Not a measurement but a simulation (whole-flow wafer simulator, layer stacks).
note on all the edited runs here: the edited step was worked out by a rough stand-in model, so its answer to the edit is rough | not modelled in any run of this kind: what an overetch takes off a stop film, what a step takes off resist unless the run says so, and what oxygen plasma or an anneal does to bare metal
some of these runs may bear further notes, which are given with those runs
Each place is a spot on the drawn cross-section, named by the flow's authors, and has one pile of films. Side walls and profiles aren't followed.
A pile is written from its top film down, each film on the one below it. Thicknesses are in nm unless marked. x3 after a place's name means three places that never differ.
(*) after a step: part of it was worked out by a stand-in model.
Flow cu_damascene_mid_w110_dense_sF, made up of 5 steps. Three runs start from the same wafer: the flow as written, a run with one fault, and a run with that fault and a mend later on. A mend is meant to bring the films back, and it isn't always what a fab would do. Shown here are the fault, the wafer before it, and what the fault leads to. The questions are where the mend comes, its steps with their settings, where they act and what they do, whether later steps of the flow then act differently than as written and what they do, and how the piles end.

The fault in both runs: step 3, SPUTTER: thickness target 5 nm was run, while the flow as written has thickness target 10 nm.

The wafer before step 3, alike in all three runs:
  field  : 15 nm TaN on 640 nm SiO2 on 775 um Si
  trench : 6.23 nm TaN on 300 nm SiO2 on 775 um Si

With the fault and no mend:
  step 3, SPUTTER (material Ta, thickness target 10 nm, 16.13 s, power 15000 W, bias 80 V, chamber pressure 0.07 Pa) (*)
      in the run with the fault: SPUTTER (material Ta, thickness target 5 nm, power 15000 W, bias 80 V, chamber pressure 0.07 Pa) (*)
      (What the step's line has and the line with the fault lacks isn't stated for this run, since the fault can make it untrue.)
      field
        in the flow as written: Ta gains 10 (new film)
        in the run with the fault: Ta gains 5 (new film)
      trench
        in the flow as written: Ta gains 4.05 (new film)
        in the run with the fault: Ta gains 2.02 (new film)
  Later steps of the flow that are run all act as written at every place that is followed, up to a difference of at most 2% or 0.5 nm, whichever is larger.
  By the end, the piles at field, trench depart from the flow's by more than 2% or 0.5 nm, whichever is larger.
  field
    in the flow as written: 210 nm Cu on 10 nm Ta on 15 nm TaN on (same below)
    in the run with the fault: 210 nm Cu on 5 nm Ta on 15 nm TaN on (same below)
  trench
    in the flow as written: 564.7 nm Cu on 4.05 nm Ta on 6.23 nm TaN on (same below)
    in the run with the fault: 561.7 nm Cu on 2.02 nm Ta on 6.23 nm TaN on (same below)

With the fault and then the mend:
  The mend follows step 3.
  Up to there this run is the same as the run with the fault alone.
  step 3a, SPUTTER (material Ta, thickness target 5 nm, power 15000 W, bias 80 V, chamber pressure 0.07 Pa) (*) (the flow's step 3 again, with other settings)
      field
        Ta gains 5
      trench
        Ta gains 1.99
  Later steps of the flow that are run all act as written at every place that is followed, up to a difference of at most 2% or 0.5 nm, whichever is larger.
  At the end the piles are close to the flow's at the places that both follow, differing by at most 2% or 0.5 nm, whichever is larger.
